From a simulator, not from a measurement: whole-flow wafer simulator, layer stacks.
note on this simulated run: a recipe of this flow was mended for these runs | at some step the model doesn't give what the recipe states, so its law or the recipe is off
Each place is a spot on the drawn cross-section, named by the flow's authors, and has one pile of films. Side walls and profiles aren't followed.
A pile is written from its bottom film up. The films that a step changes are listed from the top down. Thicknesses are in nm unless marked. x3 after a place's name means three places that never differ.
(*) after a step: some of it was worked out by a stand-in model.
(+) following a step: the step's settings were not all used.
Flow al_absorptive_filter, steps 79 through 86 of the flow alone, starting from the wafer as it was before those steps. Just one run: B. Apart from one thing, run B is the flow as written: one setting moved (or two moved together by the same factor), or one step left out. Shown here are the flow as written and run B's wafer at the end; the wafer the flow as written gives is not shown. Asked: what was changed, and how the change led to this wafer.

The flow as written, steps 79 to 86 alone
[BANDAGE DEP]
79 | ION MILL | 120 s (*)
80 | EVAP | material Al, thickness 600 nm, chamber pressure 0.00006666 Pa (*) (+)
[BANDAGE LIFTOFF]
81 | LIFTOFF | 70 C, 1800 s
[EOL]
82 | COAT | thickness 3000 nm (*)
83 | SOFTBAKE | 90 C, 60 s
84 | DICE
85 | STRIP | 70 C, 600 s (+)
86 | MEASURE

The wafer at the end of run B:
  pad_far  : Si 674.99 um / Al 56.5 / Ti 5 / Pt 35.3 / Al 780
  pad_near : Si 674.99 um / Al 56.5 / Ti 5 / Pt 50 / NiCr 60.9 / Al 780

What caused this: step 80, EVAP: thickness 780 nm was run, while the flow as written has thickness 600 nm.
The wafer itself shows it: pad_far has Al 780, and step 80 as written asks for 600 nm.

Step by step, how the change led to this:
  80 | EVAP | material Al, thickness 600 nm, chamber pressure 0.00006666 Pa (*) (+)
      gnd, pad_far, pad_near and 11 more: +780 Al (new film) (in the flow as written it would be: +600 Al (new film))
  81 | LIFTOFF | 70 C, 1800 s
      xa_field, xl_land, idc_field: -780 Al (all of it), -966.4 i-line-resist (all of it), -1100 lift-off-underlayer (all of it), -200 acrylic-e-beam-resist (all of it) (in the flow as written it would be: -600 Al (all of it), -966.4 i-line-resist (all of it), -1100 lift-off-underlayer (all of it), -200 acrylic-e-beam-resist (all of it))
      gnd: -780 Al (all of it), -968.3 i-line-resist (all of it), -1103.3 lift-off-underlayer (all of it), -200.9 acrylic-e-beam-resist (all of it) (in the flow as written it would be: -600 Al (all of it), -968.3 i-line-resist (all of it), -1103.3 lift-off-underlayer (all of it), -200.9 acrylic-e-beam-resist (all of it))
      (as well as at 8 more places)
  82 | COAT | thickness 3000 nm (*)
      pad_far: +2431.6 i-line-resist (new film) (in the flow as written it would be: +2560.9 i-line-resist (new film))
      pad_near: +2349.5 i-line-resist (new film) (in the flow as written it would be: +2480.3 i-line-resist (new film))
  83 | SOFTBAKE | 90 C, 60 s
      gnd: +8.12 i-line-resist (in the flow as written it would be: +6.13 i-line-resist)
      pad_far: -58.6 i-line-resist (in the flow as written it would be: -44.2 i-line-resist)
      (as well as at 2 more places)
  85 | STRIP | 70 C, 600 s (+)
      pad_far: -2373 i-line-resist (all of it) (in the flow as written it would be: -2516.7 i-line-resist (all of it))
      pad_near: -2294.9 i-line-resist (all of it) (in the flow as written it would be: -2439.3 i-line-resist (all of it))
